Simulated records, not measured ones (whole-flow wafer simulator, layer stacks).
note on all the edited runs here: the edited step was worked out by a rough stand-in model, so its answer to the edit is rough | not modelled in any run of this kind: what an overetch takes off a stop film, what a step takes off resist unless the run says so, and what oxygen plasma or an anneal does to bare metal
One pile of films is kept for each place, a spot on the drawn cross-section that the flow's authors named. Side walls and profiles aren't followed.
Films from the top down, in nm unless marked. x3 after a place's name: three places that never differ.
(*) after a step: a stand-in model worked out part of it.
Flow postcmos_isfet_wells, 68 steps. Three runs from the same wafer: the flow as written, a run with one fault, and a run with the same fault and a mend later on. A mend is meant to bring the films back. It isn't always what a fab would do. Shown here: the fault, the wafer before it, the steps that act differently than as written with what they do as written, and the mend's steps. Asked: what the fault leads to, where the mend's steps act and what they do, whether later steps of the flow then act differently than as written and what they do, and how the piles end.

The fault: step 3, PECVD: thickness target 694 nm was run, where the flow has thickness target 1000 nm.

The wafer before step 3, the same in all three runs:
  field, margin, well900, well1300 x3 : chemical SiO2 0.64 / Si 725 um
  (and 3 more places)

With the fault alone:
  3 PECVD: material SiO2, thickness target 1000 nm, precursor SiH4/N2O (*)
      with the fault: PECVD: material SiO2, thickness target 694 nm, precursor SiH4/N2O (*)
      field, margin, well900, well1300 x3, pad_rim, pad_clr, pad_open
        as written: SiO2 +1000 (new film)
        with the fault: SiO2 +694 (new film)
  No later step of the flow acts differently than as written at any place that is followed.
  At the end the piles differ from the flow's by more than 2% or 0.5 nm, whichever is larger, at field, margin, well900, well1300 x3, pad_rim, pad_clr, pad_open.
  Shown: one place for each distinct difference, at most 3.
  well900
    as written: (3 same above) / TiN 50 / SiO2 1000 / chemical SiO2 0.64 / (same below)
    with the fault: (3 same above) / TiN 50 / SiO2 694 / chemical SiO2 0.64 / (same below)
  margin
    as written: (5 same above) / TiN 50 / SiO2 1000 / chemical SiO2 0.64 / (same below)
    with the fault: (5 same above) / TiN 50 / SiO2 694 / chemical SiO2 0.64 / (same below)
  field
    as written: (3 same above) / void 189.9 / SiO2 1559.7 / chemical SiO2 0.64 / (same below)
    with the fault: (3 same above) / void 189.9 / SiO2 1253.7 / chemical SiO2 0.64 / (same below)

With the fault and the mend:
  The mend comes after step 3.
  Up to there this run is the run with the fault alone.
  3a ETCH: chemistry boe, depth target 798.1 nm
      field, margin, well900, well1300 x3, pad_rim, pad_clr, pad_open
        SiO2 -694 (all of it), chemical SiO2 -0.64 (all of it)
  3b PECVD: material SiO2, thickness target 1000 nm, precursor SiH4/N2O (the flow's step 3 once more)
      field, margin, well900, well1300 x3, pad_rim, pad_clr, pad_open
        SiO2 +1000 (new film)
  No later step of the flow acts differently than as written at any place that is followed.
  At the end the piles differ from the flow's by more than 2% or 0.5 nm, whichever is larger, at field, margin, well900, well1300 x3, pad_rim, pad_clr, pad_open.
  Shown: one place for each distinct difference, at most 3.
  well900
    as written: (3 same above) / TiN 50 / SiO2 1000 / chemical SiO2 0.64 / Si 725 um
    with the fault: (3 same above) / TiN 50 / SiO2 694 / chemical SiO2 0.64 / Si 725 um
    with the mend: (3 same above) / TiN 50 / SiO2 1000 / Si 725 um
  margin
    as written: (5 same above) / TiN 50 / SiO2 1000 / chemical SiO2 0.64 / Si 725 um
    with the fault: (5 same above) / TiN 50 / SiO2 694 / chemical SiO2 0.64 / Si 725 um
    with the mend: (5 same above) / TiN 50 / SiO2 1000 / Si 725 um
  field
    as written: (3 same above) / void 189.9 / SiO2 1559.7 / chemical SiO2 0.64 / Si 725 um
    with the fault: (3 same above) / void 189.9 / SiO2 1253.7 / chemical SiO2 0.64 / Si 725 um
    with the mend: (3 same above) / void 189.9 / SiO2 1559.7 / Si 725 um
